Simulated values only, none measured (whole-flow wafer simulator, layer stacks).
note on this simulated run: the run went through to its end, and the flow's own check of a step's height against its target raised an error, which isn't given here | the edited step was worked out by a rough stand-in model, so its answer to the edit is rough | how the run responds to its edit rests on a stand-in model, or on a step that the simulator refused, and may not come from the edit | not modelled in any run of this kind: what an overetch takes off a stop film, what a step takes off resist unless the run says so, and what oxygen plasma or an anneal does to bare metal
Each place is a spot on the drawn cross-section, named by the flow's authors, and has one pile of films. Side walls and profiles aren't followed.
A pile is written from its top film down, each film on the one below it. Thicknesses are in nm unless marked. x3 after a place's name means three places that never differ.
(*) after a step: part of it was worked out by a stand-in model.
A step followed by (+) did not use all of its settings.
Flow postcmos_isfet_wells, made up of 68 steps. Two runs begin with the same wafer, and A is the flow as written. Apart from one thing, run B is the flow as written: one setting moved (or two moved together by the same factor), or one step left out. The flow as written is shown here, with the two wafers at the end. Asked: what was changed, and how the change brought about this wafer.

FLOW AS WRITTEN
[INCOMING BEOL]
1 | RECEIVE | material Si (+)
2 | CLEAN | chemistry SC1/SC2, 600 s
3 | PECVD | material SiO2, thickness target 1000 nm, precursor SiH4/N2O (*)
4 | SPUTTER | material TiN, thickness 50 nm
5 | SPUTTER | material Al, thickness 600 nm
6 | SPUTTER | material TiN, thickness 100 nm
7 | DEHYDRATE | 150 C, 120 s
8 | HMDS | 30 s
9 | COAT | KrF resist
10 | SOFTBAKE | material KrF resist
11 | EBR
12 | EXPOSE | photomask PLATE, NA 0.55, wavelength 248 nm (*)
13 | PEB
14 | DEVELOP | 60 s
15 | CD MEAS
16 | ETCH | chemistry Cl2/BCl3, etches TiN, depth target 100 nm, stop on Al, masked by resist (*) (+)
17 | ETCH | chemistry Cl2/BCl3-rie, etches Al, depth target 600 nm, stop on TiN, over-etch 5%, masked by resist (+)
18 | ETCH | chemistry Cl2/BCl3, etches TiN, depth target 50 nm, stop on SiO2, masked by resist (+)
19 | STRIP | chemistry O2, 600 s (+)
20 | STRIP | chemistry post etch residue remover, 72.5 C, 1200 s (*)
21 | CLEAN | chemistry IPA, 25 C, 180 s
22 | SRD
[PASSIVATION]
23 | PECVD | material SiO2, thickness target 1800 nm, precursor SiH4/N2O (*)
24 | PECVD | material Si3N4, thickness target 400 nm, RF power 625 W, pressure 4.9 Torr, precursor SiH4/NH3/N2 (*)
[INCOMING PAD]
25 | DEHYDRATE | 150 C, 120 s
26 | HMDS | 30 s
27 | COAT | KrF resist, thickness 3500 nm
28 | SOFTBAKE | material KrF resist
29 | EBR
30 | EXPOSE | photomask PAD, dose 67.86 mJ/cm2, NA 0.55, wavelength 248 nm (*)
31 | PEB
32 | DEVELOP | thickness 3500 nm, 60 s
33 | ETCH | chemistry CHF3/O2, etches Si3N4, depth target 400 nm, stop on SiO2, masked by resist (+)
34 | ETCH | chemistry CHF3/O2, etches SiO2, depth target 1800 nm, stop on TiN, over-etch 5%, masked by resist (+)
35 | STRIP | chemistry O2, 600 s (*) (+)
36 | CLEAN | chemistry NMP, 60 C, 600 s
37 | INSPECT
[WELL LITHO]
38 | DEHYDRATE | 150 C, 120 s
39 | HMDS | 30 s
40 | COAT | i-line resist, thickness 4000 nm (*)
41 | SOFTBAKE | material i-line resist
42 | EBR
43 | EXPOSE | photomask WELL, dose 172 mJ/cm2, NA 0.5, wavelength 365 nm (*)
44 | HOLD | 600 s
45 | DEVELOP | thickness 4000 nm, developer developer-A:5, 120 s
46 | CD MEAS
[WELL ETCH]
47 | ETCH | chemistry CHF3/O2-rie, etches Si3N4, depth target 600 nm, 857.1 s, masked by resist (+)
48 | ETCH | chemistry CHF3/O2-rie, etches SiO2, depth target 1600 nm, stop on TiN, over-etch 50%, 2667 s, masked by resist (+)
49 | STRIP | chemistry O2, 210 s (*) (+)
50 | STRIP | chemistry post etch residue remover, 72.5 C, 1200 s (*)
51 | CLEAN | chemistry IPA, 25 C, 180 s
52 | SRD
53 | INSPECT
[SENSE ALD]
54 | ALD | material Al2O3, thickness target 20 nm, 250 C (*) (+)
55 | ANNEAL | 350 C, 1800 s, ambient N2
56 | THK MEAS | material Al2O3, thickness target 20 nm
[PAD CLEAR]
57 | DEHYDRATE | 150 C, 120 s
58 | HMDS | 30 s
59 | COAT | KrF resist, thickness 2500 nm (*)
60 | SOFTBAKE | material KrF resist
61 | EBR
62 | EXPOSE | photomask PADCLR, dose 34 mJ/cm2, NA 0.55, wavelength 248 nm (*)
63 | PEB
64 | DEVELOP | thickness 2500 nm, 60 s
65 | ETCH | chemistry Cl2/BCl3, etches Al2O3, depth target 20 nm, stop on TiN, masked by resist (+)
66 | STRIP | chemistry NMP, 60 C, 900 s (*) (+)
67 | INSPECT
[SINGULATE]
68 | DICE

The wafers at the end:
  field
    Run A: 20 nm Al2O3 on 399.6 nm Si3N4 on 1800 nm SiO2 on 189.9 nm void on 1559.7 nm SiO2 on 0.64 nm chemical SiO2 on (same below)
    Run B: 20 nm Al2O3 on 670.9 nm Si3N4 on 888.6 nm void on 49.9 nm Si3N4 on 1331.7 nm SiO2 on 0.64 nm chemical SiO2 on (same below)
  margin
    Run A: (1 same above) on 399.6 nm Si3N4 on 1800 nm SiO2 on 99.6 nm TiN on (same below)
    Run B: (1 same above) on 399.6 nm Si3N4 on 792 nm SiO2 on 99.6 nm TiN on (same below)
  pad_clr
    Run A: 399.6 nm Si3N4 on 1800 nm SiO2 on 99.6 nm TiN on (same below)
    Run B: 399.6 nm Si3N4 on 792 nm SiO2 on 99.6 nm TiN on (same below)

The reason: step 23, PECVD: thickness target 792 nm was run, whereas the flow has thickness target 1800 nm.
The wafer itself shows it: margin has SiO2 792, and step 23 as written asks for 1800 nm.

The path from the change to this, step by step:
  23 | PECVD | material SiO2, thickness target 1800 nm, precursor SiH4/N2O (*)
      field: A +1800 SiO2 (new film), +189.9 void (new film), +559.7 SiO2 | B +331.7 SiO2
      margin, well900, well1300 x3, pad_rim, pad_clr, pad_open: A +1800 SiO2 (new film) | B +792 SiO2 (new film)
  24 | PECVD | material Si3N4, thickness target 400 nm, RF power 625 W, pressure 4.9 Torr, precursor SiH4/NH3/N2 (*)
      field: A +400 Si3N4 (new film) | B +671.3 Si3N4 (new film), +888.6 void (new film), +49.9 Si3N4 (new film)
  34 | ETCH | chemistry CHF3/O2, etches SiO2, depth target 1800 nm, stop on TiN, over-etch 5%, masked by resist (+)
      field, margin, well900, well1300 x3, pad_rim, pad_clr: A -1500 KrF resist | B -693 KrF resist
      pad_open: A -1800 SiO2 (all of it) | B -792 SiO2 (all of it)
  35 | STRIP | chemistry O2, 600 s (*) (+)
      field, margin, well900, well1300 x3, pad_rim, pad_clr: A -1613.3 KrF resist (all of it) | B -2420.3 KrF resist (all of it)
  40 | COAT | i-line resist, thickness 4000 nm (*)
      pad_clr: A +3256.8 i-line resist (new film) | B +3581.3 i-line resist (new film)
      pad_open: A +4804.7 i-line resist (new film) | B +4440.3 i-line resist (new film)
  41 | SOFTBAKE | material i-line resist
      pad_clr: A -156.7 i-line resist | B -66.1 i-line resist
      pad_open: A +115.3 i-line resist | B +66.4 i-line resist
  48 | ETCH | chemistry CHF3/O2-rie, etches SiO2, depth target 1600 nm, stop on TiN, over-etch 50%, 2667 s, masked by resist (+)
      well900, well1300 x3: A -1600 SiO2 (all of it) | B -592 SiO2 (all of it)
  49 | STRIP | chemistry O2, 210 s (*) (+)
      pad_clr: A -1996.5 i-line resist (all of it) | B -2411.6 i-line resist (all of it)
      pad_open: A -3816.3 i-line resist (all of it) | B -3403.1 i-line resist (all of it)
  59 | COAT | KrF resist, thickness 2500 nm (*)
      field: A +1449 KrF resist (new film) | B +1930.5 KrF resist (new film)
      margin: A +1448.9 KrF resist (new film) | B +1930.5 KrF resist (new film)
      (and at 3 other places as well)
  60 | SOFTBAKE | material KrF resist
      pad_clr: A -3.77 KrF resist | B -2.12 KrF resist
  63 | PEB
      field, margin: A -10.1 KrF resist | B -13.6 KrF resist
      pad_rim: A -13.9 KrF resist | B -15.6 KrF resist
      (and at 2 other places as well)
  64 | DEVELOP | thickness 2500 nm, 60 s
      pad_clr: A -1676 KrF resist (all of it) | B -2025.9 KrF resist (all of it)
      pad_open: A -3045.1 KrF resist (all of it) | B -2789.3 KrF resist (all of it)
  66 | STRIP | chemistry NMP, 60 C, 900 s (*) (+)
      field, margin: A -1400.1 KrF resist (all of it) | B -1878.2 KrF resist (all of it)
      pad_rim: A -1923.7 KrF resist (all of it) | B -2156.1 KrF resist (all of it)
